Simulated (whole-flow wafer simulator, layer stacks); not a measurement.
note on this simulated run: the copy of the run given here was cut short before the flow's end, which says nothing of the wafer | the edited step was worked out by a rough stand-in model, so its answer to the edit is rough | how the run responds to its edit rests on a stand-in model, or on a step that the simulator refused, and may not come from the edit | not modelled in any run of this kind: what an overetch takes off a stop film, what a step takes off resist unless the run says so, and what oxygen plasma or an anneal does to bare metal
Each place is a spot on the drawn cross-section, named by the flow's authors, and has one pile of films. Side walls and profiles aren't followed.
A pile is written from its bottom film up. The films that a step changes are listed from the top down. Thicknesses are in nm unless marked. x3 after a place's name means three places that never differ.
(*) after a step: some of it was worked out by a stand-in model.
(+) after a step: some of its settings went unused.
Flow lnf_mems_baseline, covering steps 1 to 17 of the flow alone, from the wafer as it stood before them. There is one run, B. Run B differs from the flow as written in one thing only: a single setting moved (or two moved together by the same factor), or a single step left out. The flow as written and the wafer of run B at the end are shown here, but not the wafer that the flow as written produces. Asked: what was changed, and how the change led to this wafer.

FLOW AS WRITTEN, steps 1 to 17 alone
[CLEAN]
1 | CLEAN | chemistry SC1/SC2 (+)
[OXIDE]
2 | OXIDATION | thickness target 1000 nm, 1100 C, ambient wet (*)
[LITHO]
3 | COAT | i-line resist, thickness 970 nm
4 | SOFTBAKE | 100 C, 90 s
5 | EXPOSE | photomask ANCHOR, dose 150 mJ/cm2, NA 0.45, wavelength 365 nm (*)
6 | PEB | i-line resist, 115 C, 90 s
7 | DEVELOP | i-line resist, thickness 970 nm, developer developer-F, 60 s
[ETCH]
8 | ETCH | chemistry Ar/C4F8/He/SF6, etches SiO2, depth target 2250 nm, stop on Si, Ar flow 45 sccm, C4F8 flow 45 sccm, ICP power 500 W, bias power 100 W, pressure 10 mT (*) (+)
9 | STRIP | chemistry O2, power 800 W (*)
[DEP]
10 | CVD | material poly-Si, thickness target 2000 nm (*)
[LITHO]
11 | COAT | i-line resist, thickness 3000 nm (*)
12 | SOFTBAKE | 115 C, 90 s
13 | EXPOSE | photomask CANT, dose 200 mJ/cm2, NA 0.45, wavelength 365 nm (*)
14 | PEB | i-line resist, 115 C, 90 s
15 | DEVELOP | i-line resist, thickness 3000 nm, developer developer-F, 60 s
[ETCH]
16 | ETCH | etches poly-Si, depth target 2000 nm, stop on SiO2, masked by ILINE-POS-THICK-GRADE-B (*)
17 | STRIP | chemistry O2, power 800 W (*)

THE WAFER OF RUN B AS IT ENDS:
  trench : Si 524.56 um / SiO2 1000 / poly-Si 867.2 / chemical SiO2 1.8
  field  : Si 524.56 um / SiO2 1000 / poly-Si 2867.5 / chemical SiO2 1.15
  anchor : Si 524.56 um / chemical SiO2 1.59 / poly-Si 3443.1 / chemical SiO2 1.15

What caused this: step 10, CVD: thickness target 2868 nm was run, whereas the flow has thickness target 2000 nm.

Step by step, how the change led to this:
  10 | CVD | material poly-Si, thickness target 2000 nm (*)
      field, beam, trench, char_slit: poly-Si gains 2868 (new film) (as written it would have been: poly-Si gains 2000 (new film))
      anchor: poly-Si gains 3443.6 (new film) (as written it would have been: poly-Si gains 2322 (new film))
  11 | COAT | i-line resist, thickness 3000 nm (*)
      anchor: i-line resist gains 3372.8 (new film) (as written it would have been: i-line resist gains 3611.6 (new film))
  12 | SOFTBAKE | 115 C, 90 s
      field: i-line resist loses 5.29 (as written it would have been: i-line resist loses 6.66)
      anchor: i-line resist gains 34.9 (as written it would have been: i-line resist gains 45.4)
      (also at 2 further places)
  14 | PEB | i-line resist, 115 C, 90 s
      anchor: i-line resist loses 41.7 (as written it would have been: i-line resist loses 46.1)
  16 | ETCH | etches poly-Si, depth target 2000 nm, stop on SiO2, masked by ILINE-POS-THICK-GRADE-B (*)
      trench, char_slit: poly-Si loses 2000 (as written it would have been: poly-Si loses 2000 (all of it))
  17 | STRIP | chemistry O2, power 800 W (*)
      trench, char_slit: chemical SiO2 gains 1.8 (new film), poly-Si loses 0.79 (as written it would have been: nothing)
      anchor: chemical SiO2 gains 1.15 (new film), i-line resist loses 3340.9 (all of it), poly-Si loses 0.51 (as written it would have been: chemical SiO2 gains 1.17 (new film), i-line resist loses 3585.8 (all of it), poly-Si loses 0.52)
